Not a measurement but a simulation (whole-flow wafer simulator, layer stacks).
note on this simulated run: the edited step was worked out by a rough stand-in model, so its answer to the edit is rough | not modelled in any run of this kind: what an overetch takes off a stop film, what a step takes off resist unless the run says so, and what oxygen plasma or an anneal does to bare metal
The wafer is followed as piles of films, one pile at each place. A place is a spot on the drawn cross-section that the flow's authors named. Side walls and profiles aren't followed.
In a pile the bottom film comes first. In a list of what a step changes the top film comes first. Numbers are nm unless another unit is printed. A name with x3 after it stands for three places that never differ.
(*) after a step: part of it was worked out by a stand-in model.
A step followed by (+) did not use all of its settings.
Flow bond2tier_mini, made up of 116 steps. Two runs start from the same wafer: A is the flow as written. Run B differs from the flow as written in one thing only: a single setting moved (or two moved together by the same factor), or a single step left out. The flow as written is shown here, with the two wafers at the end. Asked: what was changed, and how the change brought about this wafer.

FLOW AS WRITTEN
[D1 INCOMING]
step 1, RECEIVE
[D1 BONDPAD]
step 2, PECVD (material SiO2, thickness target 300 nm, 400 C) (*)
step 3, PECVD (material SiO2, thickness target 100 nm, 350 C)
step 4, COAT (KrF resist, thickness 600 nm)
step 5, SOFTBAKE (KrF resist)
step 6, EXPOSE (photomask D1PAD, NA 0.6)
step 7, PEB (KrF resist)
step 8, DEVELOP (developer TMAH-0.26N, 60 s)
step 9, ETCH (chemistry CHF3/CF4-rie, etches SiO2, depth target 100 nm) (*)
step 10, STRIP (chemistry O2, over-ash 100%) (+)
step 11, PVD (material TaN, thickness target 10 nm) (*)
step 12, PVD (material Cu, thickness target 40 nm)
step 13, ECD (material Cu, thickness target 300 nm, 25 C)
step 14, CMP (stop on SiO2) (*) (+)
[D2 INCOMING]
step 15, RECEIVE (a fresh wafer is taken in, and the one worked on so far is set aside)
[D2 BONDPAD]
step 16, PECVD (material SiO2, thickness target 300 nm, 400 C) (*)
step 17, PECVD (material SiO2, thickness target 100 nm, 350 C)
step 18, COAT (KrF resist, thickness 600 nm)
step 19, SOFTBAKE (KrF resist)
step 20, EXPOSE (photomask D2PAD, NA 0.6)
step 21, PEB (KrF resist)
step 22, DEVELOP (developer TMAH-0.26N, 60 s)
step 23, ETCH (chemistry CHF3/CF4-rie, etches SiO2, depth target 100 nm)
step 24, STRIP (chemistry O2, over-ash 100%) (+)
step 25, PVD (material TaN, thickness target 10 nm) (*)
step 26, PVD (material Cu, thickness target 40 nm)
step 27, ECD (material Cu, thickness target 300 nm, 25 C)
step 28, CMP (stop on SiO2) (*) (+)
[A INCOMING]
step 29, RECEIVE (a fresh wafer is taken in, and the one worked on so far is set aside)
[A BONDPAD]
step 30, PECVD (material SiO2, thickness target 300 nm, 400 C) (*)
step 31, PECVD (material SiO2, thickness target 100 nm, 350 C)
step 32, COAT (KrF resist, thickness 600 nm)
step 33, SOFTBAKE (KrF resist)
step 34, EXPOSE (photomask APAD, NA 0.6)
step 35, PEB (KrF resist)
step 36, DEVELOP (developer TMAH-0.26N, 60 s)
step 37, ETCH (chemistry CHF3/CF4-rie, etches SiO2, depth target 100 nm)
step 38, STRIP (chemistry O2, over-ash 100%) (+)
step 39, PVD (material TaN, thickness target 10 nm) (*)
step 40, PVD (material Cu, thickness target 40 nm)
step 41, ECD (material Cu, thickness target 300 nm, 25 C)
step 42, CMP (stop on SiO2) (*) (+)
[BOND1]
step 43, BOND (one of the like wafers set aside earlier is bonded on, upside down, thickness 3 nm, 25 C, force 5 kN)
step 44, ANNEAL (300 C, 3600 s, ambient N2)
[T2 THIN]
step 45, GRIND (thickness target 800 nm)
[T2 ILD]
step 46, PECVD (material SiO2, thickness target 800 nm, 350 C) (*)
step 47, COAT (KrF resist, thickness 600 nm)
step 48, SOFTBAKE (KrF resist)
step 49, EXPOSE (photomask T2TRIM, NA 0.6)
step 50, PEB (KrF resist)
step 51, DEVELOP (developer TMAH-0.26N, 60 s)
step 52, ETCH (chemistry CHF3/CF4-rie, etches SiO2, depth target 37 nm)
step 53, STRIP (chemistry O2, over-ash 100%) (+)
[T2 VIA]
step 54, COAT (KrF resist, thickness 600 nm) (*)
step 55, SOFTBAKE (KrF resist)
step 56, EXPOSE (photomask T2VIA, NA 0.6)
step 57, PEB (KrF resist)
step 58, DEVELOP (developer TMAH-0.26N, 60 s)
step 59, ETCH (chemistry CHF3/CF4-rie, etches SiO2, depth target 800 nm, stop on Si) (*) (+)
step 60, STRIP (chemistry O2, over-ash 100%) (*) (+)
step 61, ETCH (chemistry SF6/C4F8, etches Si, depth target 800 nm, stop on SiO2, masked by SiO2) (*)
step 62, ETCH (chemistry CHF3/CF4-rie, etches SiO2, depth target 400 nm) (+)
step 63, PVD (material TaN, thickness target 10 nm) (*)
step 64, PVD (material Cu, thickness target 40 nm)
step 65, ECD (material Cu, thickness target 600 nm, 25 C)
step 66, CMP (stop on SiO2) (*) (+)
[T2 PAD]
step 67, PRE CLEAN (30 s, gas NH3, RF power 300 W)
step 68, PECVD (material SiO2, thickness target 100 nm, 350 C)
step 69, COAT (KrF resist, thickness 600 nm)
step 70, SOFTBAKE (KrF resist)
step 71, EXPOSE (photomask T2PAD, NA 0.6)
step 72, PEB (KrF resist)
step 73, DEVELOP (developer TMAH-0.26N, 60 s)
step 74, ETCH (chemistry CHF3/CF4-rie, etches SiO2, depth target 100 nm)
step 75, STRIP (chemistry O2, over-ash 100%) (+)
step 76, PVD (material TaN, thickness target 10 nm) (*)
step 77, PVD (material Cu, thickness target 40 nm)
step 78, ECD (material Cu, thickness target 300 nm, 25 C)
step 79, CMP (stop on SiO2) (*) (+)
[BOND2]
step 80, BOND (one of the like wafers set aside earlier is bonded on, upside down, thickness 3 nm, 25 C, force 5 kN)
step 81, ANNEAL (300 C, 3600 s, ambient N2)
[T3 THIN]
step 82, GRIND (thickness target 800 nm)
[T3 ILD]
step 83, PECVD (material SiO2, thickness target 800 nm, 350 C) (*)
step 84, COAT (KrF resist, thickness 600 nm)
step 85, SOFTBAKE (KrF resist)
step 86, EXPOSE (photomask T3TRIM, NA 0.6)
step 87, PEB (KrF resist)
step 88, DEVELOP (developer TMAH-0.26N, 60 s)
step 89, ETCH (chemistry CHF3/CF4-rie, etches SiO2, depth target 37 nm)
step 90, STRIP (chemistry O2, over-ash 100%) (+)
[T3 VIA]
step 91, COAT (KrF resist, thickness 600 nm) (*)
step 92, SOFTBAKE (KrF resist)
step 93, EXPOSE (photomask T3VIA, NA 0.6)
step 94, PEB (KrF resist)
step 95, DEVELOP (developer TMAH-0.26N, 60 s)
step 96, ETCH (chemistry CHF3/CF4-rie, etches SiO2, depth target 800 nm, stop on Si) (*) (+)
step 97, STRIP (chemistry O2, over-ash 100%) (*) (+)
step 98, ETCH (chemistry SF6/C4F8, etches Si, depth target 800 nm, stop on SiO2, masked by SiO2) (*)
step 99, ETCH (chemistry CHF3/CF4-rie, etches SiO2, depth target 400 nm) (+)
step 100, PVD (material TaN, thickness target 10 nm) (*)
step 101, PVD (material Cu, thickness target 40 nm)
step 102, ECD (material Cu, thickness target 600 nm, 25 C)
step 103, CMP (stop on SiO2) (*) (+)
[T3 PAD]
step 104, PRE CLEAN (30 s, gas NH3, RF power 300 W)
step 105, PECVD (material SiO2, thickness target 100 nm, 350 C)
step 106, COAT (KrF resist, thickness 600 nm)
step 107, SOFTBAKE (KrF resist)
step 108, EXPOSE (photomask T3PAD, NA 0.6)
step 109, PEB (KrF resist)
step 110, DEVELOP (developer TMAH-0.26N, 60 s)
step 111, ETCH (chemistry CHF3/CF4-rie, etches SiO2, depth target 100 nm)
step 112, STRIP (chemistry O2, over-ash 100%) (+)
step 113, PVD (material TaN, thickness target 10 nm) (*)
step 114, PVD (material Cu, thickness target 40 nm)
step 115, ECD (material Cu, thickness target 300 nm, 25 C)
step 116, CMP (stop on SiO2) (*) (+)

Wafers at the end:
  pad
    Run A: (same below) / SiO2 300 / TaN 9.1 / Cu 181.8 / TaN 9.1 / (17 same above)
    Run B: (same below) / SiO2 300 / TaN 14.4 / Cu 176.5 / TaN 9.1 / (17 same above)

What caused this: step 39, PVD: thickness target 15.8 nm was run, while the flow as written has thickness target 10 nm.

The path from the change to this, step by step:
  step 39, PVD (material TaN, thickness target 10 nm) (*)
      field: A TaN gains 10 (new film) | B TaN gains 15.8 (new film)
      pad: A TaN gains 9.1 (new film) | B TaN gains 14.4 (new film)
      (and at 1 other place as well)
  step 42, CMP (stop on SiO2) (*) (+)
      field: A Cu loses 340 (all of it), TaN loses 10 (all of it) | B Cu loses 340 (all of it), TaN loses 15.8 (all of it)
